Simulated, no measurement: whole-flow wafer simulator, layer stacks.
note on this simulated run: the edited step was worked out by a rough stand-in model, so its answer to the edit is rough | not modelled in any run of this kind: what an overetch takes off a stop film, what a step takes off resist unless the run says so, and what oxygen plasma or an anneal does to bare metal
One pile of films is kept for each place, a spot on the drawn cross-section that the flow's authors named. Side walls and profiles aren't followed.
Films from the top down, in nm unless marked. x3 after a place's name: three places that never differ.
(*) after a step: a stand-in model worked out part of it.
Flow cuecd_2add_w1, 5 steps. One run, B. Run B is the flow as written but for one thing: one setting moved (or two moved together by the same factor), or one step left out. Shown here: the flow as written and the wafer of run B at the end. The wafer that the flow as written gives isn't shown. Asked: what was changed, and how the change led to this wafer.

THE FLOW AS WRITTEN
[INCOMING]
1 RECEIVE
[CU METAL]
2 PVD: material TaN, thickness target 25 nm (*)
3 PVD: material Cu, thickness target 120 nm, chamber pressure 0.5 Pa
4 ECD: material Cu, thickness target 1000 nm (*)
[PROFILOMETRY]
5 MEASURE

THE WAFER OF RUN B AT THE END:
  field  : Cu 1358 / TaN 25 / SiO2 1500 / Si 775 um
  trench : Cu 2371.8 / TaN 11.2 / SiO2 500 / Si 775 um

The cause: step 4, ECD: thickness target 1238 nm was run, where the flow has thickness target 1000 nm.

How the change led to this, step by step:
  4 ECD: material Cu, thickness target 1000 nm (*)
      field: Cu +1238 (as written it would be: Cu +1000)
      trench: Cu +2318.2 (as written it would be: Cu +2080.2)
